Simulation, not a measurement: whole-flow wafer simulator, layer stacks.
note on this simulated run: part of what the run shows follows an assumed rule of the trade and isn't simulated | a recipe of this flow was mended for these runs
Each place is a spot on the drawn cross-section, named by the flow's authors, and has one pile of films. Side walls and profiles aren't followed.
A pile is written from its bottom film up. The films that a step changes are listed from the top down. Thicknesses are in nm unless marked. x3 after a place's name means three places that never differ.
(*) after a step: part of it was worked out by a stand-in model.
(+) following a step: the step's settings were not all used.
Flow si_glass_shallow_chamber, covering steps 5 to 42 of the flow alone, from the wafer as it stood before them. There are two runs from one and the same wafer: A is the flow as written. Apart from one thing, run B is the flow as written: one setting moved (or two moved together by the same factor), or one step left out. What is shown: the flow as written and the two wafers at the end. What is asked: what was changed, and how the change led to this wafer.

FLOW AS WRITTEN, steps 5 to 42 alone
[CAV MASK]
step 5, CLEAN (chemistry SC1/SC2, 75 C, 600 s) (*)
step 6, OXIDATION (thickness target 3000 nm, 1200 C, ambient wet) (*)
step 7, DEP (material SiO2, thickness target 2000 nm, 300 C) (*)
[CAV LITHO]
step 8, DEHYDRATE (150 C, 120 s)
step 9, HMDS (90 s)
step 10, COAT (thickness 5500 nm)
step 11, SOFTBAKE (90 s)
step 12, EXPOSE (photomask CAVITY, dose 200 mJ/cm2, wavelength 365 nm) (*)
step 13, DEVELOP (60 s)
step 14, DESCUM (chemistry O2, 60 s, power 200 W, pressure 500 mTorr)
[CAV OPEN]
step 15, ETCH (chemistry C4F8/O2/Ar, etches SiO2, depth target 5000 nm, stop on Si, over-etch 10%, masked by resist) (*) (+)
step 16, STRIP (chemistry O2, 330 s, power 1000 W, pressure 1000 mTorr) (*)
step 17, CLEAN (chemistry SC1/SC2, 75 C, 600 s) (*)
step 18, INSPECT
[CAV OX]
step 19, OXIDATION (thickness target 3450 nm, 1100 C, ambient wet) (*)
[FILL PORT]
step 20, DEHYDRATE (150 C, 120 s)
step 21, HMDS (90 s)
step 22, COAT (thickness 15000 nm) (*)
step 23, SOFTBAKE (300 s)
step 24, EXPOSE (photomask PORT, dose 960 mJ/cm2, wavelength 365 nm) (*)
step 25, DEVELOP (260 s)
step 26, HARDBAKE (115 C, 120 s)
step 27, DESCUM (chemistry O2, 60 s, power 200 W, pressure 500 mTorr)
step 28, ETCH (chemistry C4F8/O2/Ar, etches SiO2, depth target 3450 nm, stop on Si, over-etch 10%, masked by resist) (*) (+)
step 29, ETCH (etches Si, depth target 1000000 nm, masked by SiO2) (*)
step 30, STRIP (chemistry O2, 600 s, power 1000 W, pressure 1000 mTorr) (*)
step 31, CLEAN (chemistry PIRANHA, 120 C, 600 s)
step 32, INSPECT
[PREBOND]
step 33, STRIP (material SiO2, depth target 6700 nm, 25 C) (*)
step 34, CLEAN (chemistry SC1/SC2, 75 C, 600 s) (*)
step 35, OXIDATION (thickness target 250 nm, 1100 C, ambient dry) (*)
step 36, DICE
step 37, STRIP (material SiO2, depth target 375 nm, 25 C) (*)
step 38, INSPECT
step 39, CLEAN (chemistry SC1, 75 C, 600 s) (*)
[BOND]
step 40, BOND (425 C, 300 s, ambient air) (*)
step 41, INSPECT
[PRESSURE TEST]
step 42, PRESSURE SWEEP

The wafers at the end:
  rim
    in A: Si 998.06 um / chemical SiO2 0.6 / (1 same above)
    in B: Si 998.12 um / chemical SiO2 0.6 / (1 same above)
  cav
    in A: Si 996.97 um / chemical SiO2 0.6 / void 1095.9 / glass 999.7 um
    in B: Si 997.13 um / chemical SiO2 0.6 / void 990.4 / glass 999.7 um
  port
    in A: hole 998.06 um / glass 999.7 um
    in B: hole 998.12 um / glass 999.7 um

The reason: step 7, DEP: thickness target 2720 nm was run, while the flow as written has thickness target 2000 nm.

Step by step, how the change led to this:
  step 7, DEP (material SiO2, thickness target 2000 nm, 300 C) (*)
      rim, ramp, cav, port, septum, ring: A +2000 SiO2 | B +2720 SiO2
  step 15, ETCH (chemistry C4F8/O2/Ar, etches SiO2, depth target 5000 nm, stop on Si, over-etch 10%, masked by resist) (*) (+)
      cav, port: A -5000 SiO2 (all of it), -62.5 Si | B -5500 SiO2
  step 16, STRIP (chemistry O2, 330 s, power 1000 W, pressure 1000 mTorr) (*)
      cav, port: A +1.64 chemical SiO2 (new film), -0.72 Si | B nothing
  step 17, CLEAN (chemistry SC1/SC2, 75 C, 600 s) (*)
      cav, port: A -1.04 chemical SiO2, -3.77 Si | B -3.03 SiO2
  step 19, OXIDATION (thickness target 3450 nm, 1100 C, ambient wet) (*)
      cav, port: A +3450 SiO2 (new film), -0.6 chemical SiO2 (all of it), -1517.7 Si | B +3245.2 SiO2, -1427.9 Si
      rim, ramp, septum, ring: A +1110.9 SiO2, -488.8 Si | B +994.2 SiO2, -437.5 Si
  step 22, COAT (thickness 15000 nm) (*)
      rim: A +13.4 um thick-i-line-resist (new film) | B +13.2 um thick-i-line-resist (new film)
      ramp: A +12.89 um thick-i-line-resist (new film) | B +12.63 um thick-i-line-resist (new film)
      (as well as at 4 more places)
  step 23, SOFTBAKE (300 s)
      rim: A -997 thick-i-line-resist | B -1134.7 thick-i-line-resist
      ramp: A -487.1 thick-i-line-resist | B -560.7 thick-i-line-resist
      (as well as at 4 more places)
  step 25, DEVELOP (260 s)
      port: A -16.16 um thick-i-line-resist (all of it) | B -16.31 um thick-i-line-resist (all of it)
  step 26, HARDBAKE (115 C, 120 s)
      rim, ramp: A -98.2 thick-i-line-resist | B -94.2 thick-i-line-resist
  step 28, ETCH (chemistry C4F8/O2/Ar, etches SiO2, depth target 3450 nm, stop on Si, over-etch 10%, masked by resist) (*) (+)
      port: A -3450 SiO2 (all of it), -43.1 Si | B -3462.2 SiO2 (all of it), -41.6 Si
  step 29, ETCH (etches Si, depth target 1000000 nm, masked by SiO2) (*)
      rim, ramp: A -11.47 um thick-i-line-resist (all of it), -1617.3 SiO2 | B -11.14 um thick-i-line-resist (all of it), -1794.3 SiO2
      port: A +997.05 um hole (new film), -997.05 um Si (all of it) | B +997.21 um hole (new film), -997.21 um Si (all of it)
      (as well as at 2 more places)
  step 30, STRIP (chemistry O2, 600 s, power 1000 W, pressure 1000 mTorr) (*)
      cav: A -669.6 thick-i-line-resist (all of it) | B -817.1 thick-i-line-resist (all of it)
  step 33, STRIP (material SiO2, depth target 6700 nm, 25 C) (*)
      rim, ramp: A -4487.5 SiO2 (all of it) | B -4913.8 SiO2 (all of it)
      septum: A -5732.1 SiO2 (all of it) | B -6320.4 SiO2 (all of it)
      (as well as at 1 more place)
  step 40, BOND (425 C, 300 s, ambient air) (*)
      cav: A +999.7 um glass (new film), +1095.9 void (new film) | B +999.7 um glass (new film), +990.4 void (new film)
      port: A +999.7 um glass (new film), +1017.3 hole | B +999.7 um glass (new film), +910.2 hole
